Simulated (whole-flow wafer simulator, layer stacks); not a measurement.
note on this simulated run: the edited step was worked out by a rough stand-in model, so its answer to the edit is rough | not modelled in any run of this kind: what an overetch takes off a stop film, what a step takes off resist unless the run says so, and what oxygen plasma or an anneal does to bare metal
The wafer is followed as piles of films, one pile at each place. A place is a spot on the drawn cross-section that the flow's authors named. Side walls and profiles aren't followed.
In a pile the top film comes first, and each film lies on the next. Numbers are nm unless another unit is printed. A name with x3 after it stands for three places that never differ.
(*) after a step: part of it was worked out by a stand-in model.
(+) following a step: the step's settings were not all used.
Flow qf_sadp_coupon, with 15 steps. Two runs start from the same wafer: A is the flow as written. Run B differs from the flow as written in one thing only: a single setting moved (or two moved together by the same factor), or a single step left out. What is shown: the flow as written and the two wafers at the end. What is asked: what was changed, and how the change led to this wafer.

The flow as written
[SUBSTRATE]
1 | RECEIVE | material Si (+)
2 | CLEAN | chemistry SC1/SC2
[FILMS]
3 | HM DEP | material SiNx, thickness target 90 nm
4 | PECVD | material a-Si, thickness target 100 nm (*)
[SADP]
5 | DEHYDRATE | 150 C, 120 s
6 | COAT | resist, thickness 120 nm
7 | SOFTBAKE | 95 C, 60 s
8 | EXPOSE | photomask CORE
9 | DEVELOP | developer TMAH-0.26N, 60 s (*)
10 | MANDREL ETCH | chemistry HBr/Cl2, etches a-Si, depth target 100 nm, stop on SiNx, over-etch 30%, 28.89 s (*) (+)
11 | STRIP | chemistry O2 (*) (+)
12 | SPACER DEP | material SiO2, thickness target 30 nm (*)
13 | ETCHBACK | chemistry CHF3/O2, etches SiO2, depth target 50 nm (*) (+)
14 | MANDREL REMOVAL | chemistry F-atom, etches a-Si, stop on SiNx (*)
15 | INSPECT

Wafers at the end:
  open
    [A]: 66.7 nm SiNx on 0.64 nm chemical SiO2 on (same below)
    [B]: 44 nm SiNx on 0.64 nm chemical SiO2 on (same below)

Cause: step 13, ETCHBACK: depth target 73.8 nm was run, while the flow as written has depth target 50 nm.

Step by step, how the change led to this:
  13 | ETCHBACK | chemistry CHF3/O2, etches SiO2, depth target 50 nm (*) (+)
      m: A SiO2 loses 30 (all of it), chemical SiO2 loses 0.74 (all of it), a-Si loses 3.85 | B SiO2 loses 30 (all of it), chemical SiO2 loses 0.74 (all of it), a-Si loses 8.61
      open: A SiO2 loses 30 (all of it), SiNx loses 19 | B SiO2 loses 30 (all of it), SiNx loses 41.7
  14 | MANDREL REMOVAL | chemistry F-atom, etches a-Si, stop on SiNx (*)
      m: A a-Si loses 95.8 (all of it) | B a-Si loses 91.1 (all of it)
